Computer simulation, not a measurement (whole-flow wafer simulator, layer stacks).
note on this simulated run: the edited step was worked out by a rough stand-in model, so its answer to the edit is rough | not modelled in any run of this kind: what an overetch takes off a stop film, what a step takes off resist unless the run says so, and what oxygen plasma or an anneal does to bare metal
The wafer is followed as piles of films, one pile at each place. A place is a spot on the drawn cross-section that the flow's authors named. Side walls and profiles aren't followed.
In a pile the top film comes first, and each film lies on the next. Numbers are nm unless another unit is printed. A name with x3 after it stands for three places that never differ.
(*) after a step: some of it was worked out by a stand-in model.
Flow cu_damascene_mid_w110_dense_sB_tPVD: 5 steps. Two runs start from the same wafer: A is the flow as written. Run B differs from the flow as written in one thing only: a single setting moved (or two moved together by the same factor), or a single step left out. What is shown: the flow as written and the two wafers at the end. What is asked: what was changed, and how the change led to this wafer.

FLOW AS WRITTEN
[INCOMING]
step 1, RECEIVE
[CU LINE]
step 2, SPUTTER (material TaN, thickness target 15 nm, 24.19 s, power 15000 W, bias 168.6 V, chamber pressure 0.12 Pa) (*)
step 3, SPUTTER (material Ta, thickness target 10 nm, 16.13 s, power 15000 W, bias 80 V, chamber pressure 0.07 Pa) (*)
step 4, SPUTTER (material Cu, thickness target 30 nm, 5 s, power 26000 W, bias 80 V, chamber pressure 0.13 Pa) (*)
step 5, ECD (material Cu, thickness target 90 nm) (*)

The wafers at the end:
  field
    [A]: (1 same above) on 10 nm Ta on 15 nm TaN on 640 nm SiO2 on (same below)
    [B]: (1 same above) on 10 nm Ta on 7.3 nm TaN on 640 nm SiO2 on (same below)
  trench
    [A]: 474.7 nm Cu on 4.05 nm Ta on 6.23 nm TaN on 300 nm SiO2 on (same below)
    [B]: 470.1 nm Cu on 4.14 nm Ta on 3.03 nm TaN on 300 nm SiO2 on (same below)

What caused this: step 2, SPUTTER: thickness target 7.3 nm was run, though the flow has thickness target 15 nm; step 2, SPUTTER: 11.71 s was run, where the flow has 24.19 s.
One can read it off the wafer: field has TaN 7.3, and step 2 as written asks for 15 nm.

The path from the change to this, step by step:
  step 2, SPUTTER (material TaN, thickness target 15 nm, 24.19 s, power 15000 W, bias 168.6 V, chamber pressure 0.12 Pa) (*)
      field: A TaN gains 15 (new film) | B TaN gains 7.3 (new film)
      trench: A TaN gains 6.23 (new film) | B TaN gains 3.03 (new film)
